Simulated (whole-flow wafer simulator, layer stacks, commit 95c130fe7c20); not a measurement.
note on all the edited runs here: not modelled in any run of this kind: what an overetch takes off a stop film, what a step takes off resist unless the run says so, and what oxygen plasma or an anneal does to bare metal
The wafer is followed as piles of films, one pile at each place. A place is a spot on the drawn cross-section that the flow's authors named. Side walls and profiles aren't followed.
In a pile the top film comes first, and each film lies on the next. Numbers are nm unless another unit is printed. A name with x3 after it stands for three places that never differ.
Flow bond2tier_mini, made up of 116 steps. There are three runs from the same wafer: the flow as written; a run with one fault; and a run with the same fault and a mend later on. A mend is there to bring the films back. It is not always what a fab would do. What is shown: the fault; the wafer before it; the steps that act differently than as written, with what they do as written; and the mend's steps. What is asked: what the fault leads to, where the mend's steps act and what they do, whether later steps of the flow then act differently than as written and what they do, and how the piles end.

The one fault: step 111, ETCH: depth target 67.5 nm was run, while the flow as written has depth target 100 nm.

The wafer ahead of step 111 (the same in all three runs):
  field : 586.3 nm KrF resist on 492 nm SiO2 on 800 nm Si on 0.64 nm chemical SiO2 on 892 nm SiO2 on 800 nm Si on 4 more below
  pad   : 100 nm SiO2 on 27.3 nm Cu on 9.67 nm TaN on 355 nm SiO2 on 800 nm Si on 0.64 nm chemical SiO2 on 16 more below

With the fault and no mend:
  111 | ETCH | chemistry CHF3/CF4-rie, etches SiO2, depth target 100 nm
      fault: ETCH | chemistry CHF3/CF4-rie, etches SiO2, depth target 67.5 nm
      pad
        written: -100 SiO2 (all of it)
        fault: -67.5 SiO2
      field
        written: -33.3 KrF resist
        fault: -22.5 KrF resist
  Steps later in the flow that act otherwise than as written (not shown: 2 more steps that differ only slightly, by at most 2% or 0.5 nm, whichever is larger):
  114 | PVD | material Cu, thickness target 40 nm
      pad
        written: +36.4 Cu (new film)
        fault: +37.6 Cu (new film)
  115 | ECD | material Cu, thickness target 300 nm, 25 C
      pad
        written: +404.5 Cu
        fault: +370.6 Cu
  At pad, the piles at the end differ from the flow's by more than 2% or 0.5 nm, whichever is larger.
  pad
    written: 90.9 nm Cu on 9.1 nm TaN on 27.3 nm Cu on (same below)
    fault: 58.1 nm Cu on 9.39 nm TaN on 32.5 nm SiO2 on 27.3 nm Cu on (same below)

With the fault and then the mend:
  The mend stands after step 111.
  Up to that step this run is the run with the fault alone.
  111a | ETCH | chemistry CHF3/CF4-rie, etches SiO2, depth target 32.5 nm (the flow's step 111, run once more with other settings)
      field
        -10.8 KrF resist
      pad
        -32.5 SiO2 (all of it)
  Every later step of the flow that is run acts as written at every place that is followed.
  The piles end the same as the flow's at every place that both follow.
